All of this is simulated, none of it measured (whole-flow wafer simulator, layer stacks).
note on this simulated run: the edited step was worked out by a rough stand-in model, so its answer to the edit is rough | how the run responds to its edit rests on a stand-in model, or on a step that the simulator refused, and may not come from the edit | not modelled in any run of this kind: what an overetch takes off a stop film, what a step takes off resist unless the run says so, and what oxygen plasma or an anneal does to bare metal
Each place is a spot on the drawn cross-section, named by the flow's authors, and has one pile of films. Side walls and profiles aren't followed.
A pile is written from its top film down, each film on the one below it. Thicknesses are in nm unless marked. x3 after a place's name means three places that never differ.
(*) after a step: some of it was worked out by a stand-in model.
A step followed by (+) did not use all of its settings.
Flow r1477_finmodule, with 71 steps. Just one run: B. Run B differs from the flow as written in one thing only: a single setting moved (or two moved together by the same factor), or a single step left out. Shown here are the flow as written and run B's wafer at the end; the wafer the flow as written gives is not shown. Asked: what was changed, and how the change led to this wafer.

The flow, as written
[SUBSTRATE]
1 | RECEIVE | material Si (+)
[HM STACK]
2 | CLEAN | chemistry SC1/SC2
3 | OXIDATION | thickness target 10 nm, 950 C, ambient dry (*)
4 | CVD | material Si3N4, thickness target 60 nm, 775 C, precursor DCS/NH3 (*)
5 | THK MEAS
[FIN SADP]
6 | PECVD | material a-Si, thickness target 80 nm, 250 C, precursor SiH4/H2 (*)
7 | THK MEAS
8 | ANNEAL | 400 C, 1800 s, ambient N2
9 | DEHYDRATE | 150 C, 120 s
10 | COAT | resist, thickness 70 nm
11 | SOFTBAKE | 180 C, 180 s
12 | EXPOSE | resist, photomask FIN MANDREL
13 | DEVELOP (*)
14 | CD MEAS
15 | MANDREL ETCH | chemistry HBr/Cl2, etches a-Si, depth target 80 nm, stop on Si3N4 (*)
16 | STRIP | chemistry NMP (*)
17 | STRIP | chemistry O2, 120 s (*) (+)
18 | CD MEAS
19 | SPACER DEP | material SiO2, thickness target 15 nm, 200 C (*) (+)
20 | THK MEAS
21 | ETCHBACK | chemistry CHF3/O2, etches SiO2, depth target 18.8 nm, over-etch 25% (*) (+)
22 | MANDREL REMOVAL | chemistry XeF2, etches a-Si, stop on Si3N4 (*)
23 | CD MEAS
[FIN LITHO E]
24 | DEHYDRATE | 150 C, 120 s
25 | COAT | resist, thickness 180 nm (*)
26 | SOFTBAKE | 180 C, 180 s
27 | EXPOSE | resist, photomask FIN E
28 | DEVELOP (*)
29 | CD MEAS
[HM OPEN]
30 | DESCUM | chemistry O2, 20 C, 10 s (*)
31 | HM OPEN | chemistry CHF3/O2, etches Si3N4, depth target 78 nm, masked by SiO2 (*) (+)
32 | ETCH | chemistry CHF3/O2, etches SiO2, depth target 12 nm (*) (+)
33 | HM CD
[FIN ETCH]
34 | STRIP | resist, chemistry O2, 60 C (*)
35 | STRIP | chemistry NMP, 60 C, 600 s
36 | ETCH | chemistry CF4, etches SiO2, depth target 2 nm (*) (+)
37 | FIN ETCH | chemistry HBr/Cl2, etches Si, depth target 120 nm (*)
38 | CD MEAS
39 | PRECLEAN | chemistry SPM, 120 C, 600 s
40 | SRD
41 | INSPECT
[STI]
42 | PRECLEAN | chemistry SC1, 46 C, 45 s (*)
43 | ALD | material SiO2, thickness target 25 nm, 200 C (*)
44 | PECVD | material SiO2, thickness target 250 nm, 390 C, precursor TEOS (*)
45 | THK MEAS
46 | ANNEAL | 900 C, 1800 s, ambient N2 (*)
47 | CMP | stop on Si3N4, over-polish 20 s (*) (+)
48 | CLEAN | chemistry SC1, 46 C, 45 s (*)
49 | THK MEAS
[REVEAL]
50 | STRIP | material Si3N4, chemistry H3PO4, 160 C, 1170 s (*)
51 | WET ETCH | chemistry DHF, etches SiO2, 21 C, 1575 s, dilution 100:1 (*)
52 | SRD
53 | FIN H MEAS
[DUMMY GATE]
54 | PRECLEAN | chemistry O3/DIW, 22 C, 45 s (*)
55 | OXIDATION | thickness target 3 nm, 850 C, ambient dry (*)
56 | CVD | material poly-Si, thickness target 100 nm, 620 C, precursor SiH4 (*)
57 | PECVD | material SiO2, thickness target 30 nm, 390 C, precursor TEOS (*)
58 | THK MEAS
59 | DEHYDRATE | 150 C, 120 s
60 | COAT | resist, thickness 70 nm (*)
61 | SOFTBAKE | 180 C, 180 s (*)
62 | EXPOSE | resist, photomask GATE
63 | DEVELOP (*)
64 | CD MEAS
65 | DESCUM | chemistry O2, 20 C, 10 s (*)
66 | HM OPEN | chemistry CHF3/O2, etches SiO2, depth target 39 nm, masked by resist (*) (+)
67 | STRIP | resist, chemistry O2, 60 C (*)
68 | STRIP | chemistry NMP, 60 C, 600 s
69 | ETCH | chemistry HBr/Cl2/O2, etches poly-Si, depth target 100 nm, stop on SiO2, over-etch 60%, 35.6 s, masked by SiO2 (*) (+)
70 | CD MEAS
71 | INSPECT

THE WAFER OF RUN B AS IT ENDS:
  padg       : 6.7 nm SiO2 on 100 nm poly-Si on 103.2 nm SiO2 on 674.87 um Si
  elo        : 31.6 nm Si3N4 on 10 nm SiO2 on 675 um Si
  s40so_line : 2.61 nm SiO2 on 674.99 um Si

Cause: step 57, PECVD: thickness target 12 nm was run, though the flow has thickness target 30 nm.

The path from the change to this, step by step:
  57 | PECVD | material SiO2, thickness target 30 nm, 390 C, precursor TEOS (*)
      pad, padg, elg and 33 more: +12 SiO2 (new film) (it would be, as written: +30 SiO2 (new film))
  66 | HM OPEN | chemistry CHF3/O2, etches SiO2, depth target 39 nm, masked by resist (*) (+)
      pad, elo, eso and 15 more: -12 SiO2 (all of it), -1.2 poly-Si (it would be, as written: -30 SiO2 (all of it), -1.8 poly-Si)
      padg, elg, esg and 15 more: -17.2 resist (it would be, as written: -37.4 resist)
  67 | STRIP | resist, chemistry O2, 60 C (*)
      padg, elg, esg: -36 resist (all of it) (it would be, as written: -15.9 resist (all of it))
      e40lg, e100lg, e200lg: -32.9 resist (all of it) (it would be, as written: -12.8 resist (all of it))
      (and at 12 other places as well)
